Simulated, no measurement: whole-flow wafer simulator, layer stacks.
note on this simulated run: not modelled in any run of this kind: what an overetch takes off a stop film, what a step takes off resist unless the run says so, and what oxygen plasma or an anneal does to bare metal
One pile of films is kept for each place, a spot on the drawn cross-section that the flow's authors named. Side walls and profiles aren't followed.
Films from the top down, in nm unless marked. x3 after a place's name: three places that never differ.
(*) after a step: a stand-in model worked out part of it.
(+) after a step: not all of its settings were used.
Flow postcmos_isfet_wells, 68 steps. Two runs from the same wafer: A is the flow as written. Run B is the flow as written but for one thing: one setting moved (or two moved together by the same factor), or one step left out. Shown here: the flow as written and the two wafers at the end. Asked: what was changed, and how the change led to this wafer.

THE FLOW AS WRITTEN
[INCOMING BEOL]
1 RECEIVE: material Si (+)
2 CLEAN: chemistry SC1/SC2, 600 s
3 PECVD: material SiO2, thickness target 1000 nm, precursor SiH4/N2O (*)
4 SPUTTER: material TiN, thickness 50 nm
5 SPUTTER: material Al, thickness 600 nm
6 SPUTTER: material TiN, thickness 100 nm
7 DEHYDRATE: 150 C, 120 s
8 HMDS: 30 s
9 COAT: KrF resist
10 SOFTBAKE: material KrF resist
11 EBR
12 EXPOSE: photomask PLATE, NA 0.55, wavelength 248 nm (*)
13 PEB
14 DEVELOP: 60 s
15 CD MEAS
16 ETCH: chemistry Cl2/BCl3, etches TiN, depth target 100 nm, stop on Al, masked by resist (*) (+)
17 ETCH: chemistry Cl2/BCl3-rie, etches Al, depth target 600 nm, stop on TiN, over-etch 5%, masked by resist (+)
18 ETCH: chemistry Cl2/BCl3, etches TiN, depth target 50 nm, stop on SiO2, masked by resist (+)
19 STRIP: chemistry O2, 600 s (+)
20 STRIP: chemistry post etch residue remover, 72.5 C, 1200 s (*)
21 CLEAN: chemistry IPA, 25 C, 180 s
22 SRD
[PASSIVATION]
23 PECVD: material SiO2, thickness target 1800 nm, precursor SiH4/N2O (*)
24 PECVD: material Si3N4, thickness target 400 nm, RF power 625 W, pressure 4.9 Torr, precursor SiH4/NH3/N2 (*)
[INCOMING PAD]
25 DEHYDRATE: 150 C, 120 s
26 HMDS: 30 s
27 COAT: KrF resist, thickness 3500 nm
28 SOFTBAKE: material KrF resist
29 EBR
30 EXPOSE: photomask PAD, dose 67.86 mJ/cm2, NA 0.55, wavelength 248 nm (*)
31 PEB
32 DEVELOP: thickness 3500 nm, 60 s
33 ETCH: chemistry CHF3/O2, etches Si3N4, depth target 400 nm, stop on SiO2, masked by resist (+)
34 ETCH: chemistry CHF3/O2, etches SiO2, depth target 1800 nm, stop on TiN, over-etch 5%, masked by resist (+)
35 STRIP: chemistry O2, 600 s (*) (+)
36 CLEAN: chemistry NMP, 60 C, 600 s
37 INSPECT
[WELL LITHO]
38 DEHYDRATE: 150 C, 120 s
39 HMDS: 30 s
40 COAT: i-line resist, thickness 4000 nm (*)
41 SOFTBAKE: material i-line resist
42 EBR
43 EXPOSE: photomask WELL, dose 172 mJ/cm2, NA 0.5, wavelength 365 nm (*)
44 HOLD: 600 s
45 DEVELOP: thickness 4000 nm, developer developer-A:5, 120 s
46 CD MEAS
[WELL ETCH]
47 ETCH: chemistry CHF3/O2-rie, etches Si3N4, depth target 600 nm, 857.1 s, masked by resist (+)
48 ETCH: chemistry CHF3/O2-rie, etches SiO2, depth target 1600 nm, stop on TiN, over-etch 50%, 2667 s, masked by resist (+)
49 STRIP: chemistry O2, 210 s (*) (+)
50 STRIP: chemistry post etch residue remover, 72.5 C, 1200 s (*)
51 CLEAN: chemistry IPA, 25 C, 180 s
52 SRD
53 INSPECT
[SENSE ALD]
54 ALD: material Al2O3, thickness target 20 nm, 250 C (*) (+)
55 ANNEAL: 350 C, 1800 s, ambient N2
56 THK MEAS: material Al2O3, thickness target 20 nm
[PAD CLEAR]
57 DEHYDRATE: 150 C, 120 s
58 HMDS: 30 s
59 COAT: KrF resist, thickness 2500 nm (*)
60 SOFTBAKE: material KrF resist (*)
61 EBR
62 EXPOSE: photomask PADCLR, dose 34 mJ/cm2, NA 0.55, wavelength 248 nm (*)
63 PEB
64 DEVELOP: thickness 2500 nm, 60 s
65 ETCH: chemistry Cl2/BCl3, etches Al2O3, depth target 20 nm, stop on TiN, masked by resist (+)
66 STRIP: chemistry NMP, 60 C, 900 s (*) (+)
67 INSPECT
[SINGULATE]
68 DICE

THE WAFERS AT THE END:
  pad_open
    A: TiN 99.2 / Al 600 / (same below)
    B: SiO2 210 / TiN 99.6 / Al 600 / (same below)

The cause: step 27, COAT: thickness 1750 nm was run, where the flow has thickness 3500 nm; step 33, ETCH: depth target 200 nm was run, where the flow has depth target 400 nm.

How the change led to this, step by step:
  27 COAT: KrF resist, thickness 3500 nm
      field, margin, well900, well1300 x3, pad_rim, pad_clr, pad_open: A KrF resist +3500 (new film) | B KrF resist +1750 (new film)
  32 DEVELOP: thickness 3500 nm, 60 s
      pad_open: A KrF resist -3500 (all of it) | B KrF resist -1750 (all of it)
  33 ETCH: chemistry CHF3/O2, etches Si3N4, depth target 400 nm, stop on SiO2, masked by resist (+)
      pad_open: A Si3N4 -400 (all of it) | B Si3N4 -200
      field, margin, well900, well1300 x3, pad_rim, pad_clr: A KrF resist -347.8 | B KrF resist -173.9
  34 ETCH: chemistry CHF3/O2, etches SiO2, depth target 1800 nm, stop on TiN, over-etch 5%, masked by resist (+)
      pad_open: A SiO2 -1800 (all of it) | B Si3N4 -200 (all of it), SiO2 -1590
  35 STRIP: chemistry O2, 600 s (*) (+)
      field, margin, well900, well1300 x3, pad_rim, pad_clr: A KrF resist -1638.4 (all of it) | B KrF resist -62.3 (all of it)
  41 SOFTBAKE: material i-line resist
      pad_clr: A i-line resist -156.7 | B i-line resist -135.9
      pad_open: A i-line resist +115.3 | B i-line resist +105.9
  49 STRIP: chemistry O2, 210 s (*) (+)
      pad_clr: A i-line resist -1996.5 (all of it) | B i-line resist -2083 (all of it)
      pad_open: A i-line resist -3816.3 (all of it) | B i-line resist -3731.6 (all of it)
  59 COAT: KrF resist, thickness 2500 nm (*)
      pad_rim: A KrF resist +1976.4 (new film) | B KrF resist +2024.2 (new film)
      pad_clr: A KrF resist +1691.6 (new film) | B KrF resist +1762.2 (new film)
  60 SOFTBAKE: material KrF resist (*)
      pad_clr: A KrF resist -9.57 | B KrF resist -8.69
  64 DEVELOP: thickness 2500 nm, 60 s
      pad_clr: A KrF resist -1682 (all of it) | B KrF resist -1753.5 (all of it)
  66 STRIP: chemistry NMP, 60 C, 900 s (*) (+)
      pad_rim: A KrF resist -1937.7 (all of it) | B KrF resist -1985.3 (all of it)
